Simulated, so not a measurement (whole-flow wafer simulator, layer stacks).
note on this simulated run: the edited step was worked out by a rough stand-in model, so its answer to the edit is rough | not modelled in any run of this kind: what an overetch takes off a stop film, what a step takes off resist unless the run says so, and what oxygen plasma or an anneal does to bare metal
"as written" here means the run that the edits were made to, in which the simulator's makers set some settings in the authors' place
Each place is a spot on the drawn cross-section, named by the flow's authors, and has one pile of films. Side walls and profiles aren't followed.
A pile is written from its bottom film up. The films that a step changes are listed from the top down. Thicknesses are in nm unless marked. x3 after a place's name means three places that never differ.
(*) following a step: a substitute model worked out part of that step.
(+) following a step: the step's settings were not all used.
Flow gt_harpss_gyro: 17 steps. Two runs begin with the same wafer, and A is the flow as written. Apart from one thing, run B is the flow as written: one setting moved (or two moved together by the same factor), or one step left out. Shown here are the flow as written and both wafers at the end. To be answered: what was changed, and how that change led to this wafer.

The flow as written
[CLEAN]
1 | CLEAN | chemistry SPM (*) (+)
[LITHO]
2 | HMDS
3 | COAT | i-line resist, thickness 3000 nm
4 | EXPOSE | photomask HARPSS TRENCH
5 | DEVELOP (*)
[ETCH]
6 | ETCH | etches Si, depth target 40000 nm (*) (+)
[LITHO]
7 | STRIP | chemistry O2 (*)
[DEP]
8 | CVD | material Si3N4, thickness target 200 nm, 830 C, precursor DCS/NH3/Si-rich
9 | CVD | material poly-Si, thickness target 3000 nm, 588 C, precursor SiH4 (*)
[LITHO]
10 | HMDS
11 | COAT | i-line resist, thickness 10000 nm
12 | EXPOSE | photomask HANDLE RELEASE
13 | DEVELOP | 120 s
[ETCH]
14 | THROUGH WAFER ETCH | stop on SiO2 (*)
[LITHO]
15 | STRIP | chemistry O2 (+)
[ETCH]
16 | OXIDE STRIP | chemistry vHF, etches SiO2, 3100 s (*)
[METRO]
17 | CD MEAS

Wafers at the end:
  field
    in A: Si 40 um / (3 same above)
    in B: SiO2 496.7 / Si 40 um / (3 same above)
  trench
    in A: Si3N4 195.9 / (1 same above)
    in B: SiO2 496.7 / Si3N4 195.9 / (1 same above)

What caused this: step 16, OXIDE STRIP: 1938 s was run, whereas the flow has 3100 s.

The path from the change to this, step by step:
  16 | OXIDE STRIP | chemistry vHF, etches SiO2, 3100 s (*)
      field: A under 4 films: SiO2 loses 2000 (all of it) | B under 4 films: SiO2 loses 1503.3
      trench: A under 2 films: SiO2 loses 2000 (all of it) | B under 2 films: SiO2 loses 1503.3
